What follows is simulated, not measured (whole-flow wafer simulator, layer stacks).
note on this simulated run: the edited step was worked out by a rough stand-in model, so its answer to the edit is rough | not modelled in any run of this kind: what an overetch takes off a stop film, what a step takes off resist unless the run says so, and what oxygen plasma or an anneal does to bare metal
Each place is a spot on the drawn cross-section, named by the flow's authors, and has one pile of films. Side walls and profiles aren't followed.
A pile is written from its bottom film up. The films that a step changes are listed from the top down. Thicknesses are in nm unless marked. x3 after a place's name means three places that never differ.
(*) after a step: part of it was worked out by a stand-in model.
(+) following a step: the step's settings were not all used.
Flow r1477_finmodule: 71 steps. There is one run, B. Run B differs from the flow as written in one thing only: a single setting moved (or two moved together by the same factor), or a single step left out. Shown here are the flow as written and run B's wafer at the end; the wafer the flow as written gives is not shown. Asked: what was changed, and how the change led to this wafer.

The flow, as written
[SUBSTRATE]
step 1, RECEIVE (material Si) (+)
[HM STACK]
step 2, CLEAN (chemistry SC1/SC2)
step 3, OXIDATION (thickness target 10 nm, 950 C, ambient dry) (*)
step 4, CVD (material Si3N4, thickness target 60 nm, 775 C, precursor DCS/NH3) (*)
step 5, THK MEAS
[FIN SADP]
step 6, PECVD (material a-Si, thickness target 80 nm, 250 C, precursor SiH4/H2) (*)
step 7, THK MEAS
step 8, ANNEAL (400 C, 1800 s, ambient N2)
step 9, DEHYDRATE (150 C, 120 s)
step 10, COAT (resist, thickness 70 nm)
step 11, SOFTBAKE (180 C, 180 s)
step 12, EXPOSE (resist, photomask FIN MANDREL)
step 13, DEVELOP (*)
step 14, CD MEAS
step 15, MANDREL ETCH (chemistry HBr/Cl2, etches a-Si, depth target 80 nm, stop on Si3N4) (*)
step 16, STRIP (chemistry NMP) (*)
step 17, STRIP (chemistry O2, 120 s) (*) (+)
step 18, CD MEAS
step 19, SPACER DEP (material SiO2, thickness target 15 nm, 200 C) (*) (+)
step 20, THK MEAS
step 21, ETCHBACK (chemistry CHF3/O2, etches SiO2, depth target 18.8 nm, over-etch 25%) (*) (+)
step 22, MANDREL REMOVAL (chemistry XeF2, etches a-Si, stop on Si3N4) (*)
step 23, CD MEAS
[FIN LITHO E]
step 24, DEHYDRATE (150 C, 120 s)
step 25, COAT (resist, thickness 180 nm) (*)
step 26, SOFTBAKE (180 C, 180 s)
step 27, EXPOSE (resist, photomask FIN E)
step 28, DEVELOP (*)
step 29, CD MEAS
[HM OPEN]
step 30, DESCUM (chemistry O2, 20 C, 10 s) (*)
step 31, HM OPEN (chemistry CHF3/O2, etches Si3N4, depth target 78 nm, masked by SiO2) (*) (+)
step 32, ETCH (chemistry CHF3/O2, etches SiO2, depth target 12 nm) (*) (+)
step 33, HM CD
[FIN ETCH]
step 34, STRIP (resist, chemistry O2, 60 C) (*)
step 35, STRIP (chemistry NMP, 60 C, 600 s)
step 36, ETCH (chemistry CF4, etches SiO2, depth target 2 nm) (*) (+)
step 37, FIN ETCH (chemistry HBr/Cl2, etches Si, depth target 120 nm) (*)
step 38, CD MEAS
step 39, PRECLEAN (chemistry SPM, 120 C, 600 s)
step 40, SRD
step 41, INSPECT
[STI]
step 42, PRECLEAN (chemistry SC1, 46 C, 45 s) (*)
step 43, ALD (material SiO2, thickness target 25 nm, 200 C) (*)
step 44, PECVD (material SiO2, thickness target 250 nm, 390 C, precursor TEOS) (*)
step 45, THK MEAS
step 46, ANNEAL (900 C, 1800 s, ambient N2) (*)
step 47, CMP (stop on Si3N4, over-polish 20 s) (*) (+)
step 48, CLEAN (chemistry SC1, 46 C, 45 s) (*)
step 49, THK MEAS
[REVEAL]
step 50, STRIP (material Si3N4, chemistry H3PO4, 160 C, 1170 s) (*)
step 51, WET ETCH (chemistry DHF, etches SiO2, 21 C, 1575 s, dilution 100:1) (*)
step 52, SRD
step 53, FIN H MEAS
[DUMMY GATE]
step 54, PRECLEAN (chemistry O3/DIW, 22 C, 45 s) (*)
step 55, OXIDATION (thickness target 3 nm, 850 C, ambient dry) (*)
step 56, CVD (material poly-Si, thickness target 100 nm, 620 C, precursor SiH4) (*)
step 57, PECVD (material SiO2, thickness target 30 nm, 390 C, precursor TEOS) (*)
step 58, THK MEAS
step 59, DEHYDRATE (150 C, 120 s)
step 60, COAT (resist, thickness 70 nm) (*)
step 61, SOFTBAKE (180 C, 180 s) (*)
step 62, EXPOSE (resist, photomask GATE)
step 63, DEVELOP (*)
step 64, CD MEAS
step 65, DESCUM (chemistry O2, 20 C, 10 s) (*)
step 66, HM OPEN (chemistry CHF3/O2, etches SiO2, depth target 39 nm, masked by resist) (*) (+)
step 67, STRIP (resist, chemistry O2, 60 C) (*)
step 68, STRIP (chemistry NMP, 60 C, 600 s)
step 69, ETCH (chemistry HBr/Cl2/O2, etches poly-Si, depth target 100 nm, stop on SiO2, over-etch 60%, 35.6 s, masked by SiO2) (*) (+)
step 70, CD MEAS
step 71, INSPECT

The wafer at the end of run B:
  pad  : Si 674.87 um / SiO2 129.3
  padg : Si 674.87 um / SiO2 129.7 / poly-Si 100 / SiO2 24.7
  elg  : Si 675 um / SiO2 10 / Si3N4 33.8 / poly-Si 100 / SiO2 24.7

The reason: step 51, WET ETCH: 1087 s was run, though the flow has 1575 s.

Step by step, how the change led to this:
  step 51, WET ETCH (chemistry DHF, etches SiO2, 21 C, 1575 s, dilution 100:1) (*)
      pad, padg, e40sg and 12 more: -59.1 SiO2 (as written it would have been: -85.7 SiO2)
      elg, e40lg, e100lg, e200lg, elo, e40lo, e100lo, e200lo: -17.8 SiO2 (all of it), -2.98 Si3N4 (as written it would have been: -17.8 SiO2 (all of it), -4.97 Si3N4)
      (and at 7 other places as well)
  step 56, CVD (material poly-Si, thickness target 100 nm, 620 C, precursor SiH4) (*)
      s40sg_line, s45sg_line, s50sg_line, s40so_line, s45so_line, s50so_line: +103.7 poly-Si (new film) (as written it would have been: +100 poly-Si (new film))
      s40cg, s40co: +100 poly-Si (new film) (as written it would have been: +113.9 poly-Si (new film))
      (and at 5 other places as well)
  step 60, COAT (resist, thickness 70 nm) (*)
      e40sg, eso, e40so: +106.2 resist (new film) (as written it would have been: +129.5 resist (new film))
      e100sg, e100so: +106.1 resist (new film) (as written it would have been: +129.4 resist (new film))
      (and at 20 other places as well)
  step 63, DEVELOP (*)
      eso, e40so: -106.2 resist (all of it) (as written it would have been: -129.5 resist (all of it))
      e100so: -106.1 resist (all of it) (as written it would have been: -129.4 resist (all of it))
      (and at 10 other places as well)
  step 67, STRIP (resist, chemistry O2, 60 C) (*)
      e40lg, e100lg, e200lg: -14 resist (all of it) (as written it would have been: -12.8 resist (all of it))
      e40sg: -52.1 resist (all of it) (as written it would have been: -75.4 resist (all of it))
      (and at 11 other places as well)
  step 69, ETCH (chemistry HBr/Cl2/O2, etches poly-Si, depth target 100 nm, stop on SiO2, over-etch 60%, 35.6 s, masked by SiO2) (*) (+)
      s40so_line, s45so_line, s50so_line: -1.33 chemical SiO2 (all of it), -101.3 poly-Si (all of it), -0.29 SiO2 (as written it would have been: -1.46 chemical SiO2 (all of it), -97.6 poly-Si (all of it), -0.42 SiO2)
      s40co: -1.33 chemical SiO2 (all of it), -97.6 poly-Si (all of it), -0.42 SiO2 (as written it would have been: -1.46 chemical SiO2 (all of it), -111.5 poly-Si (all of it), -0.24 SiO2)
      (and at 2 other places as well)
